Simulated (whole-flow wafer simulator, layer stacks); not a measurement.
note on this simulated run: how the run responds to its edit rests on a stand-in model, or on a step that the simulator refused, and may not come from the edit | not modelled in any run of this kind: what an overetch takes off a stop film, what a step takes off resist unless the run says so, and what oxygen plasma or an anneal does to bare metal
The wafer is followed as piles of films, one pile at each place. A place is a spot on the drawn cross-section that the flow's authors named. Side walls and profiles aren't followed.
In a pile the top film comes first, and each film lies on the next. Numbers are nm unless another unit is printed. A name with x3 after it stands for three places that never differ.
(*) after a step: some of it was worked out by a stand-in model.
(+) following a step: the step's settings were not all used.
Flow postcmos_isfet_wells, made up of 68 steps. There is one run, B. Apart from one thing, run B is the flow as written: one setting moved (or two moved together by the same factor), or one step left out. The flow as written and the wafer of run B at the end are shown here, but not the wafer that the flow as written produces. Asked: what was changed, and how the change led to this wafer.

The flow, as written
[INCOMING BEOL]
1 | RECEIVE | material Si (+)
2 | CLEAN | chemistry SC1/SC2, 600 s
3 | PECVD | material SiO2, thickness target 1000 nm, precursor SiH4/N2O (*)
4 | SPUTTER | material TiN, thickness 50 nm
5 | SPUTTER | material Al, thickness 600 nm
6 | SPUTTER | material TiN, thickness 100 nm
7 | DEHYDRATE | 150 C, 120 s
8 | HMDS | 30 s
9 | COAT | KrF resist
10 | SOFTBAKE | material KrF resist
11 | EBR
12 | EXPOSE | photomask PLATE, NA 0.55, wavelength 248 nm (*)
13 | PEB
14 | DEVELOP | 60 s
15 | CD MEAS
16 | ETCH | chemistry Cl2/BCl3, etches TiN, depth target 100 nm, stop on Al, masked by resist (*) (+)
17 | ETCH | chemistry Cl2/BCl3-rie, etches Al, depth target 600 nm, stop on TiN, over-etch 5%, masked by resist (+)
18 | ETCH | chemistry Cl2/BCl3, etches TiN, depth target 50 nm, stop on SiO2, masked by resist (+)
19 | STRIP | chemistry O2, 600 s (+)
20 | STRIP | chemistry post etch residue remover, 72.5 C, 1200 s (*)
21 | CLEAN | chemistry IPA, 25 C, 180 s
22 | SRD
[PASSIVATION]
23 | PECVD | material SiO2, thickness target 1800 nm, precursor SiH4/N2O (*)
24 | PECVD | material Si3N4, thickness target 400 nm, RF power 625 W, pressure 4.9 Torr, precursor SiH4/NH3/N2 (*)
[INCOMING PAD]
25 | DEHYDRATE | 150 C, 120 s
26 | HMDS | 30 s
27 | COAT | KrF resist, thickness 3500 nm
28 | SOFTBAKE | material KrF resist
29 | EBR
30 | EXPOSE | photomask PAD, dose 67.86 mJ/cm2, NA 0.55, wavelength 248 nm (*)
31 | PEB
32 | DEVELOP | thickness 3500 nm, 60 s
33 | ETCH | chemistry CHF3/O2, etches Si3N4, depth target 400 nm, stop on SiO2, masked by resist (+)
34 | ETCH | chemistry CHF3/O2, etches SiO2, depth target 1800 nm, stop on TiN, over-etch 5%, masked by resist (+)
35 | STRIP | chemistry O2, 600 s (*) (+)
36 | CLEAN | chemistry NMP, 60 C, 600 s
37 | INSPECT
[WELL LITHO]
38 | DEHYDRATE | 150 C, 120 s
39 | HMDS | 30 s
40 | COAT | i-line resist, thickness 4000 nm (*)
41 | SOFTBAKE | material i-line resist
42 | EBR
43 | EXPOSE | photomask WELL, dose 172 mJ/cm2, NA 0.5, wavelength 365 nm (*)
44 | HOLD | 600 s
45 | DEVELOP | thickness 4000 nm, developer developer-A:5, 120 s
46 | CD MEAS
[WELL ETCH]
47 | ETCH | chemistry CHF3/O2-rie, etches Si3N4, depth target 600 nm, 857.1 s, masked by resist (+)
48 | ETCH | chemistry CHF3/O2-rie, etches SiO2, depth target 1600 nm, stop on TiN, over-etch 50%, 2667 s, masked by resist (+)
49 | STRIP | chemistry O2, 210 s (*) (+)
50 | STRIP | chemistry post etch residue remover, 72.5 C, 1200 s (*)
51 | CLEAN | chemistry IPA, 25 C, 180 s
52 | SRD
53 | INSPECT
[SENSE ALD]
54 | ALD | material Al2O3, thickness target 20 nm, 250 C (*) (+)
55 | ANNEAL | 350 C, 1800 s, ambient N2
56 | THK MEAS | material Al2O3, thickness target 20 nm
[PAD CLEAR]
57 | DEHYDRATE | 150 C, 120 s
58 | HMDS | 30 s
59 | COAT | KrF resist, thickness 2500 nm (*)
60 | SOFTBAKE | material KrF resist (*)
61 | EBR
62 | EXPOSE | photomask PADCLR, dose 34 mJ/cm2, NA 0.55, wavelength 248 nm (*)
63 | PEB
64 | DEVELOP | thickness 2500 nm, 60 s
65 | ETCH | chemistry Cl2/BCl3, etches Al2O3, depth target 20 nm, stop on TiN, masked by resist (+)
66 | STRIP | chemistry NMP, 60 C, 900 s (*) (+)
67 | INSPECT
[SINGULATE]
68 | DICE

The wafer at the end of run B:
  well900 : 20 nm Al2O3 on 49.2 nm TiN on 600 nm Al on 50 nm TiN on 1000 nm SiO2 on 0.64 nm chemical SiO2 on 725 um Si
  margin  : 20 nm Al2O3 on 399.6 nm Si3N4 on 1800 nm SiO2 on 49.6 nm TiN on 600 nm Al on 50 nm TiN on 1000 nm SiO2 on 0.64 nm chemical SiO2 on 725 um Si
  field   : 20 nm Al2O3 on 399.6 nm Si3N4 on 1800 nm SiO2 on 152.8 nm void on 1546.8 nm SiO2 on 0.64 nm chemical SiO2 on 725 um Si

Cause: step 6, SPUTTER: thickness 50 nm was run, though the flow has thickness 100 nm.

Step by step, how the change led to this:
  6 | SPUTTER | material TiN, thickness 100 nm
      field, margin, well900 and 6 more: +50 TiN (new film) (in the flow as written it would be: +100 TiN (new film))
  16 | ETCH | chemistry Cl2/BCl3, etches TiN, depth target 100 nm, stop on Al, masked by resist (*) (+)
      margin, well900, well1300, well2000, well3000, pad_rim, pad_clr, pad_open: -30 KrF resist (in the flow as written it would be: -40 KrF resist)
      field: -50 TiN (all of it) (in the flow as written it would be: -100 TiN (all of it))
  23 | PECVD | material SiO2, thickness target 1800 nm, precursor SiH4/N2O (*)
      field: +1800 SiO2 (new film), +152.8 void (new film), +546.8 SiO2 (in the flow as written it would be: +1800 SiO2 (new film), +189.9 void (new film), +559.7 SiO2)
